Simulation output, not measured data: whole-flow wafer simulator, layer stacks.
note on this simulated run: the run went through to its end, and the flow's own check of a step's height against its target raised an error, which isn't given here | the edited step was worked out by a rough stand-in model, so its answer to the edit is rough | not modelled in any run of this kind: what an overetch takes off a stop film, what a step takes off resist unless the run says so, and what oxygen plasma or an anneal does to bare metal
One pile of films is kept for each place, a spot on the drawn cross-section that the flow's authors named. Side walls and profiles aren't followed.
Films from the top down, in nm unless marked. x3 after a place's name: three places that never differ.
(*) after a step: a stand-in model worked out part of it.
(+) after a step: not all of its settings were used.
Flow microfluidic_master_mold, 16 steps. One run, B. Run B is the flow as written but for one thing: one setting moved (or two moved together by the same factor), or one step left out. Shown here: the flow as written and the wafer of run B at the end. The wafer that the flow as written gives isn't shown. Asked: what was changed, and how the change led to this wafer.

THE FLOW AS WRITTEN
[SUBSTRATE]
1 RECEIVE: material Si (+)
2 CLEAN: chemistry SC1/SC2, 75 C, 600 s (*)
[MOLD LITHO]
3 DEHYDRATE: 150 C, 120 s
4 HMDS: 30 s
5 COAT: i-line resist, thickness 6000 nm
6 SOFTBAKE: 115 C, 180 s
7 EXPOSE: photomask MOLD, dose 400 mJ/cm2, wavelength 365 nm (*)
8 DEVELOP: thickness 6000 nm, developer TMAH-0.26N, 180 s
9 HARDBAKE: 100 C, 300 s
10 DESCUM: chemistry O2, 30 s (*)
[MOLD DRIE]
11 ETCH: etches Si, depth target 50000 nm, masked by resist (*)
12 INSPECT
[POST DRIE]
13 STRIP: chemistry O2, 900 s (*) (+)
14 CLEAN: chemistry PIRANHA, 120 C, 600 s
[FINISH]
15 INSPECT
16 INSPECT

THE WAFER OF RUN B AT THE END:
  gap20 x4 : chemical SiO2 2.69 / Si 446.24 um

The cause: step 11, ETCH: depth target 78750 nm was run, where the flow has depth target 50000 nm.

How the change led to this, step by step:
  11 ETCH: etches Si, depth target 50000 nm, masked by resist (*)
      gap20 x4: chemical SiO2 -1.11 (all of it), Si -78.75 um (as written it would be: chemical SiO2 -1.11 (all of it), Si -50 um)
      ridge: i-line resist -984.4 (as written it would be: i-line resist -625)
  13 STRIP: chemistry O2, 900 s (*) (+)
      ridge: i-line resist -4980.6 (all of it), chemical SiO2 +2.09, Si -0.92 (as written it would be: i-line resist -5339.9 (all of it), chemical SiO2 +2.09, Si -0.92)
